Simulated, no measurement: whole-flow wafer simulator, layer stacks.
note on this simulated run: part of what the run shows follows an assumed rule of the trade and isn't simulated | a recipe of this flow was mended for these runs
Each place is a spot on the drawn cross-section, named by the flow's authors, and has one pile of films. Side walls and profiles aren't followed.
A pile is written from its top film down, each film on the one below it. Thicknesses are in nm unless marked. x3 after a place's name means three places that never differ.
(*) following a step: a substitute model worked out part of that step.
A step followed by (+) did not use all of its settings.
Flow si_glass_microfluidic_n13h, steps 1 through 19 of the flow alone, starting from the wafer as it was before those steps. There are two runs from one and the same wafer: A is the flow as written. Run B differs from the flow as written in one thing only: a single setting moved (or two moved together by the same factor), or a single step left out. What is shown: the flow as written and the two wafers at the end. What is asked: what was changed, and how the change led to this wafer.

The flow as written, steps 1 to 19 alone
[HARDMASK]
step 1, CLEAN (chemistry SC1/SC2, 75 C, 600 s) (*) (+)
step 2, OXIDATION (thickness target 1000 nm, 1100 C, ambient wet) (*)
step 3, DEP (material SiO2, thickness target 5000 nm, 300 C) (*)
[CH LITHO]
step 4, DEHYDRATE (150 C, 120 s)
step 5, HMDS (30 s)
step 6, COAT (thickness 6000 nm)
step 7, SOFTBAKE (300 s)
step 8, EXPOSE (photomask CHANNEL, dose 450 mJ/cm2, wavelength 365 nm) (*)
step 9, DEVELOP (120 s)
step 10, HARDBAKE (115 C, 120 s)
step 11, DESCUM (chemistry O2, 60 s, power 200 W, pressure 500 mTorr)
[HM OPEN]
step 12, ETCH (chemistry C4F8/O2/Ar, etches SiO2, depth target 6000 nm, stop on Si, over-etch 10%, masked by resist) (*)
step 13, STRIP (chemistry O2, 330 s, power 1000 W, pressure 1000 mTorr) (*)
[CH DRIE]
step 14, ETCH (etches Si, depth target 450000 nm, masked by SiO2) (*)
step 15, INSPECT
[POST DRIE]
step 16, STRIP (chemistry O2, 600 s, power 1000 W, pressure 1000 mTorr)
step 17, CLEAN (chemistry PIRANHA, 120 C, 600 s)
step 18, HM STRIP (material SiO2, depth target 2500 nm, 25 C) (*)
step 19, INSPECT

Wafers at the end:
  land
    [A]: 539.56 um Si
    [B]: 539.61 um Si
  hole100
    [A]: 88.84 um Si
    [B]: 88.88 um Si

What caused this: step 2, OXIDATION: thickness target 880 nm was run, whereas the flow has thickness target 1000 nm.

The path from the change to this, step by step:
  step 2, OXIDATION (thickness target 1000 nm, 1100 C, ambient wet) (*)
      land, hole100: A +1000 SiO2 (new film), -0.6 chemical SiO2 (all of it), -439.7 Si | B +880 SiO2 (new film), -0.6 chemical SiO2 (all of it), -386.9 Si
  step 12, ETCH (chemistry C4F8/O2/Ar, etches SiO2, depth target 6000 nm, stop on Si, over-etch 10%, masked by resist) (*)
      land: A -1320 thick-i-line-resist | B -1293.6 thick-i-line-resist
      hole100: A -6000 SiO2 (all of it), -75 Si | B -5880 SiO2 (all of it), -90 Si
  step 18, HM STRIP (material SiO2, depth target 2500 nm, 25 C) (*)
      land: A -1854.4 SiO2 (all of it) | B -1734.7 SiO2 (all of it)
